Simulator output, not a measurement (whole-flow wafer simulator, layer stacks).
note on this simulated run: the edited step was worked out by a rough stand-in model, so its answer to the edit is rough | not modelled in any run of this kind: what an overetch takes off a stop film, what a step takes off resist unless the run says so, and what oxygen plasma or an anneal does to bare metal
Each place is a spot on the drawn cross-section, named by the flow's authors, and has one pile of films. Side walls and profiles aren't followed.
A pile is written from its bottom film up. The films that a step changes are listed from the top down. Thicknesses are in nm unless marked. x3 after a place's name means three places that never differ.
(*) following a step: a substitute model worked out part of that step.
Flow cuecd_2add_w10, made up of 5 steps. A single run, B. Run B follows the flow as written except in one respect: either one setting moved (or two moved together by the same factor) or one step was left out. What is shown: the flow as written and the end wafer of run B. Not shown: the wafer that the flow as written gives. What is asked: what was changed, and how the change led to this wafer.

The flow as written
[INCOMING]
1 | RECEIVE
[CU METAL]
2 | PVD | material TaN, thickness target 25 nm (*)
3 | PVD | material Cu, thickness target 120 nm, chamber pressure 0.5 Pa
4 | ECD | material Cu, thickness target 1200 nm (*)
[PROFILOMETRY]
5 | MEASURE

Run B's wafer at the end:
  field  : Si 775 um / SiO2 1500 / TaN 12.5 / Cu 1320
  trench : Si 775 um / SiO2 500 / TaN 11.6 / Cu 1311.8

What caused this: step 2, PVD: thickness target 12.5 nm was run, though the flow has thickness target 25 nm.
One can read it off the wafer: field has TaN 12.5, and step 2 as written asks for 25 nm.

How this came from the change, step by step:
  2 | PVD | material TaN, thickness target 25 nm (*)
      field: TaN gains 12.5 (new film) (in the flow as written it would be: TaN gains 25 (new film))
      trench: TaN gains 11.6 (new film) (in the flow as written it would be: TaN gains 23.2 (new film))
